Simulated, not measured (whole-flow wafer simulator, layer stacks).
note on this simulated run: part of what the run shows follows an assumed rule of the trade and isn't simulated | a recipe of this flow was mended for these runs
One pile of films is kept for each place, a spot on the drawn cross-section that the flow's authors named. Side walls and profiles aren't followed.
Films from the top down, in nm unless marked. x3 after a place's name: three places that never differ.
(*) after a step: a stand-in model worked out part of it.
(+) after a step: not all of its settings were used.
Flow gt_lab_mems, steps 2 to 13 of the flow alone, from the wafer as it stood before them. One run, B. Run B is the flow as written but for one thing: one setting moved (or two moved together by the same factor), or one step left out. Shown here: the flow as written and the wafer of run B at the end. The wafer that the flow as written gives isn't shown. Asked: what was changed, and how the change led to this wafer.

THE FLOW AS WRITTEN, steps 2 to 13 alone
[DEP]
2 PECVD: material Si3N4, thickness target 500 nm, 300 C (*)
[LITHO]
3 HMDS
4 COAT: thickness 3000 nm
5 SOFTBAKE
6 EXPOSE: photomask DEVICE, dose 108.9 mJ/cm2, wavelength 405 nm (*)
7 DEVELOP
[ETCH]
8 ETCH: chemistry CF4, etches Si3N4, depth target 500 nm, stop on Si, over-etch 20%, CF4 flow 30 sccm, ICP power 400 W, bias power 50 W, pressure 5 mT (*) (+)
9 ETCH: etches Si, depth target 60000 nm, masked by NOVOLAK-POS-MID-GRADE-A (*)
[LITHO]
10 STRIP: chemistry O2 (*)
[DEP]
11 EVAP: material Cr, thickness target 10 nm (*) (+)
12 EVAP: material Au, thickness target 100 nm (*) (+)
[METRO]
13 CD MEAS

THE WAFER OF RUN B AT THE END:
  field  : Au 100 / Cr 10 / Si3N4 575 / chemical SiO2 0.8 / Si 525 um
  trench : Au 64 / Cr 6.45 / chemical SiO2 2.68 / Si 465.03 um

The cause: step 2, PECVD: thickness target 575 nm was run, where the flow has thickness target 500 nm.
It can be read off the wafer: field has Si3N4 575, and step 2 as written asks for 500 nm.

How the change led to this, step by step:
  2 PECVD: material Si3N4, thickness target 500 nm, 300 C (*)
      field, trench: Si3N4 +575 (new film) (as written it would be: Si3N4 +500 (new film))
  8 ETCH: chemistry CF4, etches Si3N4, depth target 500 nm, stop on Si, over-etch 20%, CF4 flow 30 sccm, ICP power 400 W, bias power 50 W, pressure 5 mT (*) (+)
      trench: Si3N4 -575 (all of it), chemical SiO2 -0.8 (all of it), Si -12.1 (as written it would be: Si3N4 -500 (all of it), chemical SiO2 -0.8 (all of it), Si -49.6)
